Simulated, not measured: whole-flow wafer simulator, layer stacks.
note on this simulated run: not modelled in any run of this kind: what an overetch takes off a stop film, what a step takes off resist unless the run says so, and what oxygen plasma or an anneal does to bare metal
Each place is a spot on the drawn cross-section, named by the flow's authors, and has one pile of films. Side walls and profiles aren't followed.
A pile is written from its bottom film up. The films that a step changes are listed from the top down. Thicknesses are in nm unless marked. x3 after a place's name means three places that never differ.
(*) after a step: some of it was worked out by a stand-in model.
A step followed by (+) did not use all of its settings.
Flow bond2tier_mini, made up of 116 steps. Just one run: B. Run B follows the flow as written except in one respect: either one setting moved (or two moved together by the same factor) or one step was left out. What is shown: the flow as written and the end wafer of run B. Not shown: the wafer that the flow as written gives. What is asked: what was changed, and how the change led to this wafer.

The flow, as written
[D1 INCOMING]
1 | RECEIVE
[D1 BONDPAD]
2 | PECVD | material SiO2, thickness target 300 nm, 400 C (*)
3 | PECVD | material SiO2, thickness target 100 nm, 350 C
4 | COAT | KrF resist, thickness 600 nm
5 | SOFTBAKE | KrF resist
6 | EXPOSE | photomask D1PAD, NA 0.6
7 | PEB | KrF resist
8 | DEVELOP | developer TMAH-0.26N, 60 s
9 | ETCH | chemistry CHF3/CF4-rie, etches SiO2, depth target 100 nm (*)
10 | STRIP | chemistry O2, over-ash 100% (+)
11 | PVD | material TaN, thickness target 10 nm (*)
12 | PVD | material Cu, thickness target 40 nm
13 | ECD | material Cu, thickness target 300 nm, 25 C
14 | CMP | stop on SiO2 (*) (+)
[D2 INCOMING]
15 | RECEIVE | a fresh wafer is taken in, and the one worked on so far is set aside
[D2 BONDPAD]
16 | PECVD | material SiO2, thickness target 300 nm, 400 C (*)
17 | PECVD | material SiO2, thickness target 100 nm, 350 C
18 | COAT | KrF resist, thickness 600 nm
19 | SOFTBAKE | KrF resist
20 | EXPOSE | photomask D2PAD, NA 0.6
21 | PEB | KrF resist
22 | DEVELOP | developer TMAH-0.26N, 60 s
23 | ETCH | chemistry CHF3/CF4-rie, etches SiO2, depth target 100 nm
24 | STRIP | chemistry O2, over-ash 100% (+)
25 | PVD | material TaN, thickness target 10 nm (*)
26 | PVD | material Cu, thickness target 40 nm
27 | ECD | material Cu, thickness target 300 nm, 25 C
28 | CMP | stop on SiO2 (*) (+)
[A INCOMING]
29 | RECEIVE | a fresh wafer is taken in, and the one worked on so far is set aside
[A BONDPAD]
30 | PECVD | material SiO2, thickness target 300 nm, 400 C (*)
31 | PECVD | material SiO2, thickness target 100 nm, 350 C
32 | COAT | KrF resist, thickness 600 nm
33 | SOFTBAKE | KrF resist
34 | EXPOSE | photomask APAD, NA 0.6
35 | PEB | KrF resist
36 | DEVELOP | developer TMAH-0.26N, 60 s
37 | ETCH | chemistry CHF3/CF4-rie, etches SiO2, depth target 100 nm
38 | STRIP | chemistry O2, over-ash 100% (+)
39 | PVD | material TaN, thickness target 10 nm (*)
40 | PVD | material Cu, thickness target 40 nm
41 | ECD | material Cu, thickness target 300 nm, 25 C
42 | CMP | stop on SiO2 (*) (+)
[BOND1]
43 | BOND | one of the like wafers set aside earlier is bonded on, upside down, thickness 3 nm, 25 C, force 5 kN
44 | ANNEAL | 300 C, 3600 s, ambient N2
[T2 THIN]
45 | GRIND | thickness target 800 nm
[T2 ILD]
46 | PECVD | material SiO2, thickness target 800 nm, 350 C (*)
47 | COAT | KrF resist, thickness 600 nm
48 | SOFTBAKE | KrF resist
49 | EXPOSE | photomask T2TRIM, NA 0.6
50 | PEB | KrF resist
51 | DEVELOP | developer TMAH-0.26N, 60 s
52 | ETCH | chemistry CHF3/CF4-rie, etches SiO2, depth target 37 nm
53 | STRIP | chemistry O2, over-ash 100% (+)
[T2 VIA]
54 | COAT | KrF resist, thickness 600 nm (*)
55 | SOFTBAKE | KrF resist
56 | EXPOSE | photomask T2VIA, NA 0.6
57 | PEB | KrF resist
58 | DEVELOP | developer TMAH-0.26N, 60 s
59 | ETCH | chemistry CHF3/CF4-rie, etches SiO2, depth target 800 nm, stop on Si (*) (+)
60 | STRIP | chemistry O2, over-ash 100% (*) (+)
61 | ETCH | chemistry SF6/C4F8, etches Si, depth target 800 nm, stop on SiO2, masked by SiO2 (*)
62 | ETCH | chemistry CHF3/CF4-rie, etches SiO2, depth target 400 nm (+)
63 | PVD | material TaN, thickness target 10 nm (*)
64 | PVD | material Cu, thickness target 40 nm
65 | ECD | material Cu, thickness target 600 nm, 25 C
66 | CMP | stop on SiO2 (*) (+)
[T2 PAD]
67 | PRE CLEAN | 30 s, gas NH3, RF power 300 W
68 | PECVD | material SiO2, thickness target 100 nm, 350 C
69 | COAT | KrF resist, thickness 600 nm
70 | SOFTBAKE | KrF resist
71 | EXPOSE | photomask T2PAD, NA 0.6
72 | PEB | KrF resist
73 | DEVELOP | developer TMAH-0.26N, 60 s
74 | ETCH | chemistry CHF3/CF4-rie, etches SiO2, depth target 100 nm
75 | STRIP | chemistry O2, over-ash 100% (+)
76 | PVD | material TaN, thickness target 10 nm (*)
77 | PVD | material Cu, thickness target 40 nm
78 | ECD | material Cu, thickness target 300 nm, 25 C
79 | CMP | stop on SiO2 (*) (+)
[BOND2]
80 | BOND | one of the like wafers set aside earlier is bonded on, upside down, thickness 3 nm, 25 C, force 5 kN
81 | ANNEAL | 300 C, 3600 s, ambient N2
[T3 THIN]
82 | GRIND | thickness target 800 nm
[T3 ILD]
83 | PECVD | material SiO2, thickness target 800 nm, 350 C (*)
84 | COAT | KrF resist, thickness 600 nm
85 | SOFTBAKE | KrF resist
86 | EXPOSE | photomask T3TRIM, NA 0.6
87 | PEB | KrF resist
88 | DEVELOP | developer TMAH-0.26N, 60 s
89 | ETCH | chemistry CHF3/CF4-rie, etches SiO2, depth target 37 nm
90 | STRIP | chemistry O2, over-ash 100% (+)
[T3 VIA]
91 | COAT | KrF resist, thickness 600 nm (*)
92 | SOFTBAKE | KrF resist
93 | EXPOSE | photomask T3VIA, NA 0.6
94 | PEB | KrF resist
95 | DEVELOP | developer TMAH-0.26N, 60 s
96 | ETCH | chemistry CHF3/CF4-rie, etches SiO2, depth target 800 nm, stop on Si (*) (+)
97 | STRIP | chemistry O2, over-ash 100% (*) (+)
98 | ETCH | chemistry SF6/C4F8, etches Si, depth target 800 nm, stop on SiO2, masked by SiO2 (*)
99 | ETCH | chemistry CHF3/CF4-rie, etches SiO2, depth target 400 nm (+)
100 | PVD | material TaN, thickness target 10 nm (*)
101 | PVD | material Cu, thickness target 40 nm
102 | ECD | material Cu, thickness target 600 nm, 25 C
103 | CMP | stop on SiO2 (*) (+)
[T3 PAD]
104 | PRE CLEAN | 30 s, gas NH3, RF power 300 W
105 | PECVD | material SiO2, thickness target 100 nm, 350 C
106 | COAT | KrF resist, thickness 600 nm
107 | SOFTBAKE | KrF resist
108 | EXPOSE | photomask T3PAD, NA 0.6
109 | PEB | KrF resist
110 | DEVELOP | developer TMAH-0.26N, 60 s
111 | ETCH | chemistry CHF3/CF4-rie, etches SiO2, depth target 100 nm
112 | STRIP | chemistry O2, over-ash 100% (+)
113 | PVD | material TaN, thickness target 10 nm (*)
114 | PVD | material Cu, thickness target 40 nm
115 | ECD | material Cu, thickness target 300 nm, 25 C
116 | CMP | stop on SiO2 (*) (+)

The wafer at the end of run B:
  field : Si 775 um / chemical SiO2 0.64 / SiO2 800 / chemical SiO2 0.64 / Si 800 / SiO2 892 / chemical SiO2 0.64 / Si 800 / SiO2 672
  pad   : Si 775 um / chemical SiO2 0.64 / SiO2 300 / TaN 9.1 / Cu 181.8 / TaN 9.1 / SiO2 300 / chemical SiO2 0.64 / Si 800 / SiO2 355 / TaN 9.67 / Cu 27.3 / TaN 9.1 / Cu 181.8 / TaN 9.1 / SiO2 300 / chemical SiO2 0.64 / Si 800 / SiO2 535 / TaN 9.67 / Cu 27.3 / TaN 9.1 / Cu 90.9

Cause: step 99, ETCH: depth target 220 nm was run, while the flow as written has depth target 400 nm.

How this came from the change, step by step:
  99 | ETCH | chemistry CHF3/CF4-rie, etches SiO2, depth target 400 nm (+)
      field, pad: SiO2 loses 220 (it would be, as written: SiO2 loses 400)
